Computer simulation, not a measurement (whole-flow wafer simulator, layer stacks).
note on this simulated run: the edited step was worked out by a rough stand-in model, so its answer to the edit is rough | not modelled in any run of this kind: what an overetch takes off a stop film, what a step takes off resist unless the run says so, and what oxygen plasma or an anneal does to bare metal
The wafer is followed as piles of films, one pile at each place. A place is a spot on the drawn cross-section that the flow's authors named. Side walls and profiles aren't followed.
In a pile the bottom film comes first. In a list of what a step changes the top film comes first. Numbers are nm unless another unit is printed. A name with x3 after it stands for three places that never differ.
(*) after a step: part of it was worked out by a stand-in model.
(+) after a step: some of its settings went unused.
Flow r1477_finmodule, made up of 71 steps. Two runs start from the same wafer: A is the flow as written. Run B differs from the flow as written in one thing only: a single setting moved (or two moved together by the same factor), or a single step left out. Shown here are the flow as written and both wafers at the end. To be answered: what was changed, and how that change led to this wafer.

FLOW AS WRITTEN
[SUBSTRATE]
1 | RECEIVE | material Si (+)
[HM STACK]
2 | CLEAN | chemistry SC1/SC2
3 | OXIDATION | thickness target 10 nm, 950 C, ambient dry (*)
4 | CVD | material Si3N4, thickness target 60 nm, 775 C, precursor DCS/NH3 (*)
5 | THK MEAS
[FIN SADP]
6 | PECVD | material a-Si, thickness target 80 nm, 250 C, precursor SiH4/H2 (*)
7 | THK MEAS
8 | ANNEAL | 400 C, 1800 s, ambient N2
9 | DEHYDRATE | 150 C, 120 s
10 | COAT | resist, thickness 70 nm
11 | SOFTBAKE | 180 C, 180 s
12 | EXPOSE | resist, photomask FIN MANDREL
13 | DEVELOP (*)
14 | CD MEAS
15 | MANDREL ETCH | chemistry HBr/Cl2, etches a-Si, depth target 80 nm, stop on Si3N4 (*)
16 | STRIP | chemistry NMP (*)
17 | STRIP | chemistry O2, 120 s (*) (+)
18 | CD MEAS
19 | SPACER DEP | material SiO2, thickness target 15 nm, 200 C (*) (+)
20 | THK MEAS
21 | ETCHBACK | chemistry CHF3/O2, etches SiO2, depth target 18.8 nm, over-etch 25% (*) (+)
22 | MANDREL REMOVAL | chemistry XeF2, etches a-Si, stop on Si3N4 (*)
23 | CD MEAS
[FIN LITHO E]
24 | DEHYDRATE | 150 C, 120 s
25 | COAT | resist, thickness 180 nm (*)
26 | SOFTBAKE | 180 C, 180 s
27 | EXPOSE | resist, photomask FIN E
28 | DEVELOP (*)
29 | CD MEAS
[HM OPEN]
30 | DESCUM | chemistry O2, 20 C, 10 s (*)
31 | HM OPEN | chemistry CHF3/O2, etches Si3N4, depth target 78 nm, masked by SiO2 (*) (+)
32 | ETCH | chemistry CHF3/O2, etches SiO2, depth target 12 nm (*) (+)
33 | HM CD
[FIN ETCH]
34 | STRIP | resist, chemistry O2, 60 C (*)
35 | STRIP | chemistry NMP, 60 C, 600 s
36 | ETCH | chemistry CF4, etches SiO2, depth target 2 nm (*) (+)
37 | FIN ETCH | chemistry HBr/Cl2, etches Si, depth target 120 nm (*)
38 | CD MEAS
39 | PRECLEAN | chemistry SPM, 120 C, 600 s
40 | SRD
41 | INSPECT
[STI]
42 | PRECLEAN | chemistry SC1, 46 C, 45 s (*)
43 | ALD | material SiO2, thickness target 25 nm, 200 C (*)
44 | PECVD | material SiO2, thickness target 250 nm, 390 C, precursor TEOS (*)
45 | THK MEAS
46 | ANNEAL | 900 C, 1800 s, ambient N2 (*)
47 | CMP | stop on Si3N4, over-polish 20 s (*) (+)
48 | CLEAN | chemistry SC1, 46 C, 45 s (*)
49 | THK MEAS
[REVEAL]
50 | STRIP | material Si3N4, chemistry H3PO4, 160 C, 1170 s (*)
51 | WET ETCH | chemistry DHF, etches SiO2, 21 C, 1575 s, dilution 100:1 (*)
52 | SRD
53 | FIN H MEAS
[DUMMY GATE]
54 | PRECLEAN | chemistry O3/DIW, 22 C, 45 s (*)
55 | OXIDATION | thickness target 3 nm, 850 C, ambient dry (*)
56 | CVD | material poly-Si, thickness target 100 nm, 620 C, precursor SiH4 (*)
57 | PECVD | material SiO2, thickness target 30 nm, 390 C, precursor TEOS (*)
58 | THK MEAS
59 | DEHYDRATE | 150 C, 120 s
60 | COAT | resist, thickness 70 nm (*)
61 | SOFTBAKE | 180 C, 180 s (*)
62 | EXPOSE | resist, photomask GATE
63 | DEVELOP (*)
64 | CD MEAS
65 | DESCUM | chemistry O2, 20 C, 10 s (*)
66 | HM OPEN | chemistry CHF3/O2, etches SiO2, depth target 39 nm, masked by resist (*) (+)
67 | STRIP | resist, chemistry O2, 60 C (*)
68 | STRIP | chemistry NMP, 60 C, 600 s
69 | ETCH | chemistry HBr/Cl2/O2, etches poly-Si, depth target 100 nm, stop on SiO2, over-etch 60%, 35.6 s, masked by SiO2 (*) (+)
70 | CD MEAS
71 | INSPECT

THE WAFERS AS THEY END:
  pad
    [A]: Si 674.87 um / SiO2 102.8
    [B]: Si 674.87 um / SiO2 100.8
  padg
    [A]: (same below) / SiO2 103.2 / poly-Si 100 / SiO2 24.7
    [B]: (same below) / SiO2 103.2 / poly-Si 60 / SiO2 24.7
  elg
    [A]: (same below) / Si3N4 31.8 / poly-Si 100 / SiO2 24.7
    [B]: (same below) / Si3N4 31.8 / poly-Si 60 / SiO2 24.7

Cause: step 56, CVD: thickness target 60 nm was run, while the flow as written has thickness target 100 nm.
One can read it off the wafer: padg has poly-Si 60, and step 56 as written asks for 100 nm.

Step by step, how the change led to this:
  56 | CVD | material poly-Si, thickness target 100 nm, 620 C, precursor SiH4 (*)
      pad, padg, elg and 26 more: A poly-Si gains 100 (new film) | B poly-Si gains 60 (new film)
      s40cg, s40co: A poly-Si gains 113.9 (new film) | B poly-Si gains 72.5 (new film)
      (also at 5 further places)
  60 | COAT | resist, thickness 70 nm (*)
      s45cg, s45co: A resist gains 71 (new film) | B resist gains 72.6 (new film)
      s50cg, s50co: A resist gains 71.5 (new film) | B resist gains 73.5 (new film)
  63 | DEVELOP (*)
      s45co: A resist loses 71 (all of it) | B resist loses 72.6 (all of it)
      s50co: A resist loses 71.5 (all of it) | B resist loses 73.5 (all of it)
  67 | STRIP | resist, chemistry O2, 60 C (*)
      s40cg: A resist loses 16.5 (all of it) | B resist loses 17.7 (all of it)
      s45cg: A resist loses 16.9 (all of it) | B resist loses 18.5 (all of it)
      (also at 1 further place)
  69 | ETCH | chemistry HBr/Cl2/O2, etches poly-Si, depth target 100 nm, stop on SiO2, over-etch 60%, 35.6 s, masked by SiO2 (*) (+)
      pad, eso, e40so and 8 more: A chemical SiO2 loses 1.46 (all of it), poly-Si loses 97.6 (all of it), SiO2 loses 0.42 | B chemical SiO2 loses 1.46 (all of it), poly-Si loses 57.6 (all of it), SiO2 loses 2.42
      elo, e40lo, e100lo, e200lo: A chemical SiO2 loses 1.46 (all of it), poly-Si loses 97.6 (all of it), Si3N4 loses 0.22 | B chemical SiO2 loses 1.46 (all of it), poly-Si loses 57.6 (all of it), Si3N4 loses 3.86
      (also at 3 further places)
